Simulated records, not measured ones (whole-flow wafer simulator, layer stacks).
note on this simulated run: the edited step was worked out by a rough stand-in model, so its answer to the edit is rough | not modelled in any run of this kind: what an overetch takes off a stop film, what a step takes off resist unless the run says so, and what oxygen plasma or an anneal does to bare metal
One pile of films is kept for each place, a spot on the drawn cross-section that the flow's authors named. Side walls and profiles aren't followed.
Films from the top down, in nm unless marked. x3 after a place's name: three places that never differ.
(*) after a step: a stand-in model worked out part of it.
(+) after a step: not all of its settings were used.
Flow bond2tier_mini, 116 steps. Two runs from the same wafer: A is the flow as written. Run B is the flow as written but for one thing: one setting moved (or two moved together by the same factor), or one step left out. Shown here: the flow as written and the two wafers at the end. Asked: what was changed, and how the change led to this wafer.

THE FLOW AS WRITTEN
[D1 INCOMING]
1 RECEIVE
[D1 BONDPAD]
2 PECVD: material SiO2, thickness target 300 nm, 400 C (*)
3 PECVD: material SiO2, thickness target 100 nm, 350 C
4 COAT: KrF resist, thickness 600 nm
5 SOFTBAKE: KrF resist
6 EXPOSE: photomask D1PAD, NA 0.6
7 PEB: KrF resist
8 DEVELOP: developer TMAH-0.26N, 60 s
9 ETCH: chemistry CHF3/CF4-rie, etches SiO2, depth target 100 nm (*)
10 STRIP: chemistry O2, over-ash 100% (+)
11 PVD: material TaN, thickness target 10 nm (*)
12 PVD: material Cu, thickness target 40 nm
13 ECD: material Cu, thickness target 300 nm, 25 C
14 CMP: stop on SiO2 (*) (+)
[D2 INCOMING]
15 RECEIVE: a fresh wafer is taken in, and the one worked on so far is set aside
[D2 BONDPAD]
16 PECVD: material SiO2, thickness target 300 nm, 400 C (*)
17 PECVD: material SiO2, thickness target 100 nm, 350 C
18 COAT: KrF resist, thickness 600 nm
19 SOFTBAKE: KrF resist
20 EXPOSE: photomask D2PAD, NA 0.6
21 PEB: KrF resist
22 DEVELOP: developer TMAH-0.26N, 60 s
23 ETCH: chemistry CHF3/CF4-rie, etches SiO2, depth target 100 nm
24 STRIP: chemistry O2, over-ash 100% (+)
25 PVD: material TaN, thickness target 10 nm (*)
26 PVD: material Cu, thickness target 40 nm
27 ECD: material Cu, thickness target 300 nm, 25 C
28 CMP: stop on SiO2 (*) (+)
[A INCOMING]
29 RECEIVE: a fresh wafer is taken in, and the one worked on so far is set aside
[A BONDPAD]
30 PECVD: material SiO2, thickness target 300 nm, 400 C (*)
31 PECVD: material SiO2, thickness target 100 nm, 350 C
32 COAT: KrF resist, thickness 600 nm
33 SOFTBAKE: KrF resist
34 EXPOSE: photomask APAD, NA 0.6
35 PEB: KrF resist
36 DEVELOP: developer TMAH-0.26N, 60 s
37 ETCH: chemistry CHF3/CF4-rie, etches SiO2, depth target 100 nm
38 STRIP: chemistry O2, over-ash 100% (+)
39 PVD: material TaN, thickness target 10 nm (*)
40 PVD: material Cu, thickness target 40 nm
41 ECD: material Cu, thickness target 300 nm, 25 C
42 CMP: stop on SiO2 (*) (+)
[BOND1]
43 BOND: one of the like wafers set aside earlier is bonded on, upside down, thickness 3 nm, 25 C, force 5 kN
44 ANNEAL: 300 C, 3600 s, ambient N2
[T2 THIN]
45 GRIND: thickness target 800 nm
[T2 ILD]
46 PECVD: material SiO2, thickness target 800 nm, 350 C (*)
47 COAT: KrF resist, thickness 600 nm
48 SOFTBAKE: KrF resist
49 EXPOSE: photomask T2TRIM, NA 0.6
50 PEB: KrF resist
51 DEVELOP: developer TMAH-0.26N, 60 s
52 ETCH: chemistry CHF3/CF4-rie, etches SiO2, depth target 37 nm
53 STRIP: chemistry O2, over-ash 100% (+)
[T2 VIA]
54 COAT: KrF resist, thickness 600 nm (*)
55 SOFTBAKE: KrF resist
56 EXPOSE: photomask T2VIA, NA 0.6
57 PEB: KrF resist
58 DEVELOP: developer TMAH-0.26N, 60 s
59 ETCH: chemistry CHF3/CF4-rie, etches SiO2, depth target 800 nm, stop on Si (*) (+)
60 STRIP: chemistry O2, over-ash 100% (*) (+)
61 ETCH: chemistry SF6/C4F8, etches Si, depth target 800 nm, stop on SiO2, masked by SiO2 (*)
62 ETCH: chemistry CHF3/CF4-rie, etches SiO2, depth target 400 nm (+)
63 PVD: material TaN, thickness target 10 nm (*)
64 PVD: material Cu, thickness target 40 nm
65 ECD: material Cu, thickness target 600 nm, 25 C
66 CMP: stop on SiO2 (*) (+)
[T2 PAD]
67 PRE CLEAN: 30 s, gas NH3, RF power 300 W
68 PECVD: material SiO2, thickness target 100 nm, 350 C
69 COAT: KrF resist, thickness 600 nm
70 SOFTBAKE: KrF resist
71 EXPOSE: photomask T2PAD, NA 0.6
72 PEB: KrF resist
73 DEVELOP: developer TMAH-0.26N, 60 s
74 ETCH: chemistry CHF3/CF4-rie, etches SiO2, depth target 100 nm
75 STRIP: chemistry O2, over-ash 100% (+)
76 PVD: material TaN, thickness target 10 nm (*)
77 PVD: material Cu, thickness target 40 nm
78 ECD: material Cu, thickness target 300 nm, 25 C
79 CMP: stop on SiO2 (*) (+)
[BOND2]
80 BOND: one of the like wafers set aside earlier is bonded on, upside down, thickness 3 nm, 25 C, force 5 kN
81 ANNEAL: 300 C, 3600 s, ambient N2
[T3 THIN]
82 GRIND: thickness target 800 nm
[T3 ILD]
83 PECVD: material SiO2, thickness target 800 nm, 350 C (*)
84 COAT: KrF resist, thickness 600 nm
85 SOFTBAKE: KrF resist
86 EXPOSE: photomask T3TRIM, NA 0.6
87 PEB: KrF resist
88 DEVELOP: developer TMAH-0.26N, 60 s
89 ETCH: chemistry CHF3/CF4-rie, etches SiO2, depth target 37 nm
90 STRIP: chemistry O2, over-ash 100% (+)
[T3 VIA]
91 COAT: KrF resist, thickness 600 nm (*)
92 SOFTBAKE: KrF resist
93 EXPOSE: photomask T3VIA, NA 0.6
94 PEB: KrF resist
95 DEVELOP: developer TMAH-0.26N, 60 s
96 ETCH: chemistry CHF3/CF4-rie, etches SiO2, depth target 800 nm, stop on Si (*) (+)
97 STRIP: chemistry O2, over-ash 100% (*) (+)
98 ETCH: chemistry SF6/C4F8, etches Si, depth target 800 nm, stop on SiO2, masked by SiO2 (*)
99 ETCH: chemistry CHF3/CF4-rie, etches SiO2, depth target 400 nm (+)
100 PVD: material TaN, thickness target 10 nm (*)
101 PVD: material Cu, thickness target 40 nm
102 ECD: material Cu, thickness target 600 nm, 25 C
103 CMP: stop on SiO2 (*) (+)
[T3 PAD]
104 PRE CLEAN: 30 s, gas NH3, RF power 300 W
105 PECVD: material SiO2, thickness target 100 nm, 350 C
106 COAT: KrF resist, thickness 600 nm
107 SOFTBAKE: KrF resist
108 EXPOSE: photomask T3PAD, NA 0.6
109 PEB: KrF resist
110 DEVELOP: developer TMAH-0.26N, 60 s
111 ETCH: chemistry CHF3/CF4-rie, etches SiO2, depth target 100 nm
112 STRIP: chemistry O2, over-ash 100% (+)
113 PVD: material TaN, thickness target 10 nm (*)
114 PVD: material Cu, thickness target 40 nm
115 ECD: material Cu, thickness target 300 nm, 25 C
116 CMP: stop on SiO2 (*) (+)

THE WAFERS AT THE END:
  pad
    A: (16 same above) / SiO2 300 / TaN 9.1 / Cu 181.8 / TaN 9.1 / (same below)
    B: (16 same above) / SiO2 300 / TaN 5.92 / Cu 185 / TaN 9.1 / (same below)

The cause: step 11, PVD: thickness target 6.5 nm was run, where the flow has thickness target 10 nm.

How the change led to this, step by step:
  11 PVD: material TaN, thickness target 10 nm (*)
      field: A TaN +10 (new film) | B TaN +6.5 (new film)
      pad: A TaN +9.1 (new film) | B TaN +5.92 (new film)
      (and at 1 more place)
  14 CMP: stop on SiO2 (*) (+)
      field: A Cu -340 (all of it), TaN -10 (all of it) | B Cu -340 (all of it), TaN -6.5 (all of it)
  43 BOND: one of the like wafers set aside earlier is bonded on, upside down, thickness 3 nm, 25 C, force 5 kN
      pad: A Si +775 um (new film), chemical SiO2 +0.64 (new film), SiO2 +300 (new film), TaN +9.1 (new film), Cu +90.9 | B Si +775 um (new film), chemical SiO2 +0.64 (new film), SiO2 +300 (new film), TaN +5.92 (new film), Cu +94.1
      via: A Si +775 um (new film), chemical SiO2 +0.64 (new film), SiO2 +300 (new film), TaN +9.97 (new film), Cu +90 | B Si +775 um (new film), chemical SiO2 +0.64 (new film), SiO2 +300 (new film), TaN +6.48 (new film), Cu +93.5
